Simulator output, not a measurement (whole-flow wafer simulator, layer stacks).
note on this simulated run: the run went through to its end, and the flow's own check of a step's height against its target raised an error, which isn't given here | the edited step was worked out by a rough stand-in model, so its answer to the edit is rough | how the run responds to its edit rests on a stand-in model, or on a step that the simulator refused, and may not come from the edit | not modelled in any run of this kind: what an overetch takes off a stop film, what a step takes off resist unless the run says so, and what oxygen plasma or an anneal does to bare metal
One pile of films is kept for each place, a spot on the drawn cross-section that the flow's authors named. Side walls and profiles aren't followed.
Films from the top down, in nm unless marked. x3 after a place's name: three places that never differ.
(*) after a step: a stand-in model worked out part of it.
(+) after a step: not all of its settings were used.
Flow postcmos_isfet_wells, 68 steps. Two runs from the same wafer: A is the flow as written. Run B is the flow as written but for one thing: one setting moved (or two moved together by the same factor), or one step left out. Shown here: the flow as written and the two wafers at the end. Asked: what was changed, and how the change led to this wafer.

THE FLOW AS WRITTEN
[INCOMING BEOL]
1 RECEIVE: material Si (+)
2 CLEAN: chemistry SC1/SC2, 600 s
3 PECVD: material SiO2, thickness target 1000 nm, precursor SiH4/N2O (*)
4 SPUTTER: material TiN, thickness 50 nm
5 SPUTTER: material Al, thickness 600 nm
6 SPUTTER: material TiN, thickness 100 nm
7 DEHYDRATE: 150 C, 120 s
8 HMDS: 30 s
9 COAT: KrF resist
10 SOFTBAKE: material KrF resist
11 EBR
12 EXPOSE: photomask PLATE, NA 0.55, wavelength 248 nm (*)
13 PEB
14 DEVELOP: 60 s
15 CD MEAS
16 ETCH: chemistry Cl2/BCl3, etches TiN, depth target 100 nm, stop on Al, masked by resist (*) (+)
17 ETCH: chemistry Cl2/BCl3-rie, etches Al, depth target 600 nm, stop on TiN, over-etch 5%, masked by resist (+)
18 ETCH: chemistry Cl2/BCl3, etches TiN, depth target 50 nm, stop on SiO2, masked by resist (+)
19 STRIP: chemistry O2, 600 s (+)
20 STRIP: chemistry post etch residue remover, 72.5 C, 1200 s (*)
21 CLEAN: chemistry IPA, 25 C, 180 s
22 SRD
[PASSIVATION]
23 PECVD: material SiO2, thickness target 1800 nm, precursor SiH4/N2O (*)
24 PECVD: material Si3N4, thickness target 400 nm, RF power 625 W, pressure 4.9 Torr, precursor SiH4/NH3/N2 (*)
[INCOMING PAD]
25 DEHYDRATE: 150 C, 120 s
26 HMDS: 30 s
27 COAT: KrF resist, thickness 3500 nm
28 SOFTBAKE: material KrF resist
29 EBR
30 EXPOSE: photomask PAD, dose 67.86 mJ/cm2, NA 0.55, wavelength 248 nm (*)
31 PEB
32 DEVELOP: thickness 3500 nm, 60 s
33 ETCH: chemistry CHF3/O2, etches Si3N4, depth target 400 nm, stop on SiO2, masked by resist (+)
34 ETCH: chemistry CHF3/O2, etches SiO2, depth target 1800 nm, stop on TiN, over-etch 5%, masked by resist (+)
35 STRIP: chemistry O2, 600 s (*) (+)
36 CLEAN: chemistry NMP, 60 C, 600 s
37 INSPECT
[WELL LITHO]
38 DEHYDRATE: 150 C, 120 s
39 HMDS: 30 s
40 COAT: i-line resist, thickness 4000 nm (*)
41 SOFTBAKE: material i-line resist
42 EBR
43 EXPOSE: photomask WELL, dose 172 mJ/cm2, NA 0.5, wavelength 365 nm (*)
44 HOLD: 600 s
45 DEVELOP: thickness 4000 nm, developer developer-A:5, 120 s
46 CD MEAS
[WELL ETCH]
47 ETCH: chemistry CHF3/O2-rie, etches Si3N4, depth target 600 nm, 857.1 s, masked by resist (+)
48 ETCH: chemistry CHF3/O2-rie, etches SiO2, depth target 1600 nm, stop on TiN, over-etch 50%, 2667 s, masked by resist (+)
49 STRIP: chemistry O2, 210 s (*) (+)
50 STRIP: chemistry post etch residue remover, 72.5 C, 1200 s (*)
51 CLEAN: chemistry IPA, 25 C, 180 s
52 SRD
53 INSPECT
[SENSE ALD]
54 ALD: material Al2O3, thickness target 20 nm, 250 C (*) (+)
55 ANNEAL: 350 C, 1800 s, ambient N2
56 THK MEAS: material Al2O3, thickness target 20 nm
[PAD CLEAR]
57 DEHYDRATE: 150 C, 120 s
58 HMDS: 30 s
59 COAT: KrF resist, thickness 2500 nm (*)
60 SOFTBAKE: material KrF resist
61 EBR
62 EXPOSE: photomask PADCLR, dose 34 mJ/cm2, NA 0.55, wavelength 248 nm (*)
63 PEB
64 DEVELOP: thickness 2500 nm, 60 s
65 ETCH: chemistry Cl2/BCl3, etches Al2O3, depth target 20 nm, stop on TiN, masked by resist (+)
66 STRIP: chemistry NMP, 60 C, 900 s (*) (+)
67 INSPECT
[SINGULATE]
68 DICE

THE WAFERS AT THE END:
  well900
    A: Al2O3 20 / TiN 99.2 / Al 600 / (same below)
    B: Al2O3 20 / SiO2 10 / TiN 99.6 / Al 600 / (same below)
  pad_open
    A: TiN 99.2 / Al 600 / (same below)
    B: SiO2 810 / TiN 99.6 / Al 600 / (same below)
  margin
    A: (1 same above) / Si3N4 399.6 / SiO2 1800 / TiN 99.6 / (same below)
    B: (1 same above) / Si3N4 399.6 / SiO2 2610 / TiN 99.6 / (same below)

The cause: step 23, PECVD: thickness target 2610 nm was run, where the flow has thickness target 1800 nm.
It can be read off the wafer: margin has SiO2 2610, and step 23 as written asks for 1800 nm.

How the change led to this, step by step:
  23 PECVD: material SiO2, thickness target 1800 nm, precursor SiH4/N2O (*)
      margin, well900, well1300 x3, pad_rim, pad_clr, pad_open: A SiO2 +1800 (new film) | B SiO2 +2610 (new film)
      field: A SiO2 +1800 (new film), void +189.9 (new film), SiO2 +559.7 | B SiO2 +2610 (new film), void +189.8 (new film), SiO2 +559.8
  34 ETCH: chemistry CHF3/O2, etches SiO2, depth target 1800 nm, stop on TiN, over-etch 5%, masked by resist (+)
      pad_open: A SiO2 -1800 (all of it) | B SiO2 -1800
  48 ETCH: chemistry CHF3/O2-rie, etches SiO2, depth target 1600 nm, stop on TiN, over-etch 50%, 2667 s, masked by resist (+)
      well900, well1300 x3: A SiO2 -1600 (all of it) | B SiO2 -2400
  59 COAT: KrF resist, thickness 2500 nm (*)
      field: A KrF resist +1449 (new film) | B KrF resist +1067 (new film)
      margin: A KrF resist +1448.9 (new film) | B KrF resist +1066.9 (new film)
  63 PEB
      field, margin: A KrF resist -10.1 | B KrF resist -7.38
  66 STRIP: chemistry NMP, 60 C, 900 s (*) (+)
      field: A KrF resist -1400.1 (all of it) | B KrF resist -1020.9 (all of it)
      margin: A KrF resist -1400.1 (all of it) | B KrF resist -1020.8 (all of it)
